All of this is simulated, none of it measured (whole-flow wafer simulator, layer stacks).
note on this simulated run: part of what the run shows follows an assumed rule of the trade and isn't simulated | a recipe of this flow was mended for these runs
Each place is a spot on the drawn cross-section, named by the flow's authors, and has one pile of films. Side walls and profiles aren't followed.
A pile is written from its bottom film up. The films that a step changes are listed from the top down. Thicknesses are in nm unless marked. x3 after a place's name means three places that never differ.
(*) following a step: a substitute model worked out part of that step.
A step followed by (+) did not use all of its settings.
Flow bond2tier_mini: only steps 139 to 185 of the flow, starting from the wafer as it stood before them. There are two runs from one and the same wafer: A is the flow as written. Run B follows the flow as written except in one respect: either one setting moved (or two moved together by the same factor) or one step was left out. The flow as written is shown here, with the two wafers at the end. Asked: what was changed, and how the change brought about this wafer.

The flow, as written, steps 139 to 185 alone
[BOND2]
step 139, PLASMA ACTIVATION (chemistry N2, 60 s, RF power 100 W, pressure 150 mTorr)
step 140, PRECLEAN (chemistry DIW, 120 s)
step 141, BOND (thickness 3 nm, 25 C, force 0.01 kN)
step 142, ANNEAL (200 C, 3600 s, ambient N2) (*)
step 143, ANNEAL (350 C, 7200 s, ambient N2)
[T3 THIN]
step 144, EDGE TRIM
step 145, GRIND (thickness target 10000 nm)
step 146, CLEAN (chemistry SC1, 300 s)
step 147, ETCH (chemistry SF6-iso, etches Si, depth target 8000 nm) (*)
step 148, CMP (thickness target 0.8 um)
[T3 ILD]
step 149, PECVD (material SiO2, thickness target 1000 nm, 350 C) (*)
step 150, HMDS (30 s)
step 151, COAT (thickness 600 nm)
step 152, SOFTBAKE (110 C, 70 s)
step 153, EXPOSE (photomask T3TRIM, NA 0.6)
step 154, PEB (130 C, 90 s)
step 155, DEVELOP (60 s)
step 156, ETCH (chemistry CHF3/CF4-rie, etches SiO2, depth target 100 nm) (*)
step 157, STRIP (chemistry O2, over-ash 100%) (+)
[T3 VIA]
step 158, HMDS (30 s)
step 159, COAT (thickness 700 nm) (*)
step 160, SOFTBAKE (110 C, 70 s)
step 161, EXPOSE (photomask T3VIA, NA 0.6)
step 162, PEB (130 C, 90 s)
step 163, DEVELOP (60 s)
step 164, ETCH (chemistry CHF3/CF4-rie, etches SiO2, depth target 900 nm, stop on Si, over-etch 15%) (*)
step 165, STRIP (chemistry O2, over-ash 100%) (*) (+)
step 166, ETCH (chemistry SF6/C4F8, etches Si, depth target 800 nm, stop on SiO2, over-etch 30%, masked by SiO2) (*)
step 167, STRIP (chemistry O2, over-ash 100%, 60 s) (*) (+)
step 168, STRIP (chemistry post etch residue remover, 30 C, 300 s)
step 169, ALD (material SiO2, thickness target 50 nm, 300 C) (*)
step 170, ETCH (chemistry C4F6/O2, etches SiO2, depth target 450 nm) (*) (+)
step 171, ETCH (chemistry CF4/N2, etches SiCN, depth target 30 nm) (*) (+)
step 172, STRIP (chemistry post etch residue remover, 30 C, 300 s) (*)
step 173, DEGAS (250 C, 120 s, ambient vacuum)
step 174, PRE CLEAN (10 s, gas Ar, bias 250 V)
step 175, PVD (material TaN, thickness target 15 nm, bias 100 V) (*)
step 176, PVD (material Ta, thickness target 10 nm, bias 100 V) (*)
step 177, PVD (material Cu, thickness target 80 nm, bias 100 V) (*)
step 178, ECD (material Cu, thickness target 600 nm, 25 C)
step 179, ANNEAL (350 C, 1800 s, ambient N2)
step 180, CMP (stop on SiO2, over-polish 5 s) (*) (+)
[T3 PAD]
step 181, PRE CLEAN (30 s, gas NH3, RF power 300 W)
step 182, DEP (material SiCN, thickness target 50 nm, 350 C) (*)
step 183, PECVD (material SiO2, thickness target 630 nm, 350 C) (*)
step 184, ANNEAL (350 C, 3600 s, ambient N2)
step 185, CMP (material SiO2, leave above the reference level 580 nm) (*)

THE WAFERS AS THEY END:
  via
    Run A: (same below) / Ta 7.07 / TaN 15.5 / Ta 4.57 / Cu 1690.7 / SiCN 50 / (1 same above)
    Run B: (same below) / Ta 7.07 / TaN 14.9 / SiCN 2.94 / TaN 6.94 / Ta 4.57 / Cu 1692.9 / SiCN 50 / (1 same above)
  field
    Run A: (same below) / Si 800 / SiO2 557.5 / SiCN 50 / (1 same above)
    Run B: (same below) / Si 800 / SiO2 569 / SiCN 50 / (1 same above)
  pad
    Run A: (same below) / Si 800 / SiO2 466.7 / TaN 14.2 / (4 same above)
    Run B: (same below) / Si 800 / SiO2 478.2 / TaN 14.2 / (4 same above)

The reason: step 171, ETCH: depth target 12.8 nm was run, while the flow as written has depth target 30 nm.

The path from the change to this, step by step:
  step 171, ETCH (chemistry CF4/N2, etches SiCN, depth target 30 nm) (*) (+)
      via: A SiCN loses 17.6 (all of it), TaN loses 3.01 | B SiCN loses 12.8
      field, pad: A SiO2 loses 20 | B SiO2 loses 8.53
  step 174, PRE CLEAN (10 s, gas Ar, bias 250 V)
      via: A TaN loses 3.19 | B SiCN loses 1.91
  step 175, PVD (material TaN, thickness target 15 nm, bias 100 V) (*)
      via: A TaN gains 6.94 | B TaN gains 6.94 (new film)
With metal films that touch counted as one body, via has 2 bodies (between them, from the top down: SiCN 2.94); the flow as written gives 1 body.
